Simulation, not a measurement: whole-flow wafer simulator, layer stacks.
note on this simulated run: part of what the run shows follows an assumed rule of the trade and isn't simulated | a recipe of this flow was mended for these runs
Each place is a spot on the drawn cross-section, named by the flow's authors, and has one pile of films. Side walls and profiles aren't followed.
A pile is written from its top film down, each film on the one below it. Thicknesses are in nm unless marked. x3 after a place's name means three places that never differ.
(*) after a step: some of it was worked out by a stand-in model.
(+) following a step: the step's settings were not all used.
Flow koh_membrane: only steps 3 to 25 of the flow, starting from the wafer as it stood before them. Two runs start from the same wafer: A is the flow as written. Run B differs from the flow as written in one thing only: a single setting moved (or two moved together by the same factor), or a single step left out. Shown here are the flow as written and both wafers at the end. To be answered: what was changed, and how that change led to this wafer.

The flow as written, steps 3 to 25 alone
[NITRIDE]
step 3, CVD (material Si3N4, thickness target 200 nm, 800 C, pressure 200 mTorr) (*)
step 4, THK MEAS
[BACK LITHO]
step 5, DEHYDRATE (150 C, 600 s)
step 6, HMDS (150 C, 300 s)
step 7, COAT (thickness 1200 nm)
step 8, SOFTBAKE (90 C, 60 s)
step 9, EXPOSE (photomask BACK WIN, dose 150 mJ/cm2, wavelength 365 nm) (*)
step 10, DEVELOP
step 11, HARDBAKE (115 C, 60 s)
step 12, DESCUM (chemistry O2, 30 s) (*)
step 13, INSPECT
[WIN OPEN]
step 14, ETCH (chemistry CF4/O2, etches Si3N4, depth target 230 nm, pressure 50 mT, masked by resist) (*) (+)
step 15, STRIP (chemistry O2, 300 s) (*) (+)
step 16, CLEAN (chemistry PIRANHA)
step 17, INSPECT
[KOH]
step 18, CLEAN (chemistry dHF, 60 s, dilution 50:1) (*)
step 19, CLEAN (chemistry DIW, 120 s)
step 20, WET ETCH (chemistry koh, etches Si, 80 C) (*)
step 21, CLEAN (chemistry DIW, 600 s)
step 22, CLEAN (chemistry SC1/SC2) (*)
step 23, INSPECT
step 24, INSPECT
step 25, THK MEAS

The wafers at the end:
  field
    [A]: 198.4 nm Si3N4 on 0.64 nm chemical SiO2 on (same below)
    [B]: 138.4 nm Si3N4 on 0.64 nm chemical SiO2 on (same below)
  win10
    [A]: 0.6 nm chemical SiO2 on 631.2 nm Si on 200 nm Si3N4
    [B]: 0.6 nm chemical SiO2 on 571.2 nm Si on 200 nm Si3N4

Cause: step 3, CVD: thickness target 140 nm was run, whereas the flow has thickness target 200 nm.

How this came from the change, step by step:
  step 3, CVD (material Si3N4, thickness target 200 nm, 800 C, pressure 200 mTorr) (*)
      field, win20 x4, win10: A +200 Si3N4 (new film) | B +140 Si3N4 (new film)
  step 14, ETCH (chemistry CF4/O2, etches Si3N4, depth target 230 nm, pressure 50 mT, masked by resist) (*) (+)
      win20 x4, win10: A -200 Si3N4 (all of it), -0.64 chemical SiO2 (all of it), -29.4 Si | B -140 Si3N4 (all of it), -0.64 chemical SiO2 (all of it), -89.4 Si
